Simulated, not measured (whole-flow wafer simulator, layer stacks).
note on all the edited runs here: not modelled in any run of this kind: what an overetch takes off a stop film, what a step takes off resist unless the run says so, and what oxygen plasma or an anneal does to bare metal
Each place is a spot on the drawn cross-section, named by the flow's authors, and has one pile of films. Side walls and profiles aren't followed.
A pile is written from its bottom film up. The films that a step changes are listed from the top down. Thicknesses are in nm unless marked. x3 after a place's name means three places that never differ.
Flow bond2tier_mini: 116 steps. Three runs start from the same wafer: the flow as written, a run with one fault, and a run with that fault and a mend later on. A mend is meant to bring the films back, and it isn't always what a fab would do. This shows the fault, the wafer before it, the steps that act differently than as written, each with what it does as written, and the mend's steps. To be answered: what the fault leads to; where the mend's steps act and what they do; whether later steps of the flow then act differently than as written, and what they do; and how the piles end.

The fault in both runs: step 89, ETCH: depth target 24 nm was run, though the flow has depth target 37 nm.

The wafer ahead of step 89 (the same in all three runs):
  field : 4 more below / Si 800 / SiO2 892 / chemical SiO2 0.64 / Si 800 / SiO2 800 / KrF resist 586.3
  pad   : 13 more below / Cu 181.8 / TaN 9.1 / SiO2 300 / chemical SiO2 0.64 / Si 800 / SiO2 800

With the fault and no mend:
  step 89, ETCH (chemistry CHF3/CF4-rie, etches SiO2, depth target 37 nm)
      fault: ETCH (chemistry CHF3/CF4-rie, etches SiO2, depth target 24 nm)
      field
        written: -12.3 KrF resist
        fault: -8 KrF resist
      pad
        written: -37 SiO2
        fault: -24 SiO2
  Steps later in the flow that act otherwise than as written (not shown: 5 more steps that differ only slightly, by at most 2% or 0.5 nm, whichever is larger):
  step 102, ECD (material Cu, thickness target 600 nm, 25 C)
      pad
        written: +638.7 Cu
        fault: +625.1 Cu
  At pad, the piles at the end differ from the flow's by more than 2% or 0.5 nm, whichever is larger.
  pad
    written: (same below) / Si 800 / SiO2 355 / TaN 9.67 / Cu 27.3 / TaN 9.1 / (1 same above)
    fault: (same below) / Si 800 / SiO2 368 / TaN 9.79 / Cu 14.2 / TaN 9.1 / (1 same above)

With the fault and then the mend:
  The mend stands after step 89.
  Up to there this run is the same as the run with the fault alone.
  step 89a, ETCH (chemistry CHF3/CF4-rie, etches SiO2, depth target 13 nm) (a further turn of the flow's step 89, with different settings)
      field
        -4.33 KrF resist
      pad
        -13 SiO2
  Later steps of the flow that are run all act as written at every place that is followed.
  The piles end the same as the flow's at every place that both follow.
